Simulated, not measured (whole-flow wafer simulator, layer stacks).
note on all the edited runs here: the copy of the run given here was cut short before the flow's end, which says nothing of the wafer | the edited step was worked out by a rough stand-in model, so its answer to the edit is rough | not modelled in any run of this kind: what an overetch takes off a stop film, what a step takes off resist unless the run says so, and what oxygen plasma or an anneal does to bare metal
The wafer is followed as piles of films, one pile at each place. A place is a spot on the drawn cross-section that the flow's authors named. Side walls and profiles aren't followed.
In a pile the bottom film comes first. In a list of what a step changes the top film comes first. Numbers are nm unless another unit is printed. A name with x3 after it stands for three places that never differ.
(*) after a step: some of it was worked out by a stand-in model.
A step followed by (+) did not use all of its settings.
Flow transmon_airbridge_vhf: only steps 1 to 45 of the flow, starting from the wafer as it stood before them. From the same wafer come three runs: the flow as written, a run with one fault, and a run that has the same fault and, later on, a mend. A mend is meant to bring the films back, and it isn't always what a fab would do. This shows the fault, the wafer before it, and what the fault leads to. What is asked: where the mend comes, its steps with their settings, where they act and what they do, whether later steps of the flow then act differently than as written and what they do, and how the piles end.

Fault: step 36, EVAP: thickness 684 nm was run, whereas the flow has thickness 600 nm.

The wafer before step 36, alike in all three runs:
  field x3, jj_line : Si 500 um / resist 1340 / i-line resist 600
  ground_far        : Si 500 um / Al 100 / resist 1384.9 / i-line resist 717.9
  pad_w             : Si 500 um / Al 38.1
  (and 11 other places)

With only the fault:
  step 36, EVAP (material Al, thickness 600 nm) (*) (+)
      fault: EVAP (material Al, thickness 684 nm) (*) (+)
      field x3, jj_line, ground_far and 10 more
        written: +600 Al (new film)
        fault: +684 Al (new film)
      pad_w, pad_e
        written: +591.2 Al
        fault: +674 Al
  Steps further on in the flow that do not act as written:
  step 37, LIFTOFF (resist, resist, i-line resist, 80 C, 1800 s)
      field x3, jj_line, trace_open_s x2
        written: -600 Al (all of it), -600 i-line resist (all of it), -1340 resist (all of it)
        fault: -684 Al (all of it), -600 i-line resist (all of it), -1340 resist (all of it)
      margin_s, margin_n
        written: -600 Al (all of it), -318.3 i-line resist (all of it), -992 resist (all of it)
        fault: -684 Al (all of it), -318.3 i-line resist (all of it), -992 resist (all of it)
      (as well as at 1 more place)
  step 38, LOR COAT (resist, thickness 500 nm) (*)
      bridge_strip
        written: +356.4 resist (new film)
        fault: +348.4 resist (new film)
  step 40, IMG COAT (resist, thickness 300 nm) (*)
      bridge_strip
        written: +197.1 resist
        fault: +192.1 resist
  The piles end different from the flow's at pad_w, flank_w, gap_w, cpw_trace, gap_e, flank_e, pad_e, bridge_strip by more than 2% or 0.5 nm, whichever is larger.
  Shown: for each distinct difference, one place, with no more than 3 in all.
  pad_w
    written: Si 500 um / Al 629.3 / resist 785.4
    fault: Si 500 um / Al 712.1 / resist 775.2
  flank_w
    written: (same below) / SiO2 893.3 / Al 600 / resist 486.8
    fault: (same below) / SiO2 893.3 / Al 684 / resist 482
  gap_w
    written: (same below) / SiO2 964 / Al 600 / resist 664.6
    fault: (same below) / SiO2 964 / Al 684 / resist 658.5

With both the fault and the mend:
  The mend stands after step 36.
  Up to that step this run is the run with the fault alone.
  step 36a, METAL ETCH (etches Al, depth 84 nm) (the flow's step 11 again, with other settings)
      field x3, jj_line, ground_far and 12 more
        -84 Al
  None of the later steps of the flow differs from how it acts as written, at any place that is followed, by more than 2% or 0.5 nm, whichever is larger.
  When the end is reached, the piles differ only a little from the flow's at the places that both follow, at most by 2% or 0.5 nm, whichever is larger.
